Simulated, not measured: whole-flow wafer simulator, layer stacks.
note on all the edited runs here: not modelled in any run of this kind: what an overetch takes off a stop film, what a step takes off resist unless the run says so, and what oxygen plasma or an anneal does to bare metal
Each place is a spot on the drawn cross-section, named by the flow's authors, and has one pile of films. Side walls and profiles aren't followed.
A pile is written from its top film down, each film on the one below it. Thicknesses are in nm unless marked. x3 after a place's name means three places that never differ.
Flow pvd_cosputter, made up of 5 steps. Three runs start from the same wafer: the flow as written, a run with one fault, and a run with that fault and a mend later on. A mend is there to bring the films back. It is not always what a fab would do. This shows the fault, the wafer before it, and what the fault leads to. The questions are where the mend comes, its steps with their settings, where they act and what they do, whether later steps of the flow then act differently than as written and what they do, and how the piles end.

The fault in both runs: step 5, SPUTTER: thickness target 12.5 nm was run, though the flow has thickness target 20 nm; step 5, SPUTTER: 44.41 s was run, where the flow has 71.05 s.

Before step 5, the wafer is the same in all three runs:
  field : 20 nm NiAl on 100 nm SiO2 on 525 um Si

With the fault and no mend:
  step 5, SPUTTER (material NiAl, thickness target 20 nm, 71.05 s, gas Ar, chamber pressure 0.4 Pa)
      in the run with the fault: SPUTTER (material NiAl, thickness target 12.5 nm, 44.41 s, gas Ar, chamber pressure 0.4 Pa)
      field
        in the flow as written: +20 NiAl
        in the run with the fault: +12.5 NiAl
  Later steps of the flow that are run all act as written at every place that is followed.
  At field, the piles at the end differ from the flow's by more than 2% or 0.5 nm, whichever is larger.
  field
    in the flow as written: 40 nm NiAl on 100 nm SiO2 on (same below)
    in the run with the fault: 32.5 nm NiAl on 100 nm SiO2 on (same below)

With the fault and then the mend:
  The mend stands after step 5.
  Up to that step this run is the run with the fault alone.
  step 5a, SPUTTER (material NiAl, thickness target 7.5 nm, 26.64 s, gas Ar, chamber pressure 0.4 Pa) (a further turn of the flow's step 5, with different settings)
      field
        +7.5 NiAl
  Later steps of the flow that are run all act as written at every place that is followed.
  The piles end the same as the flow's at every place that both follow.
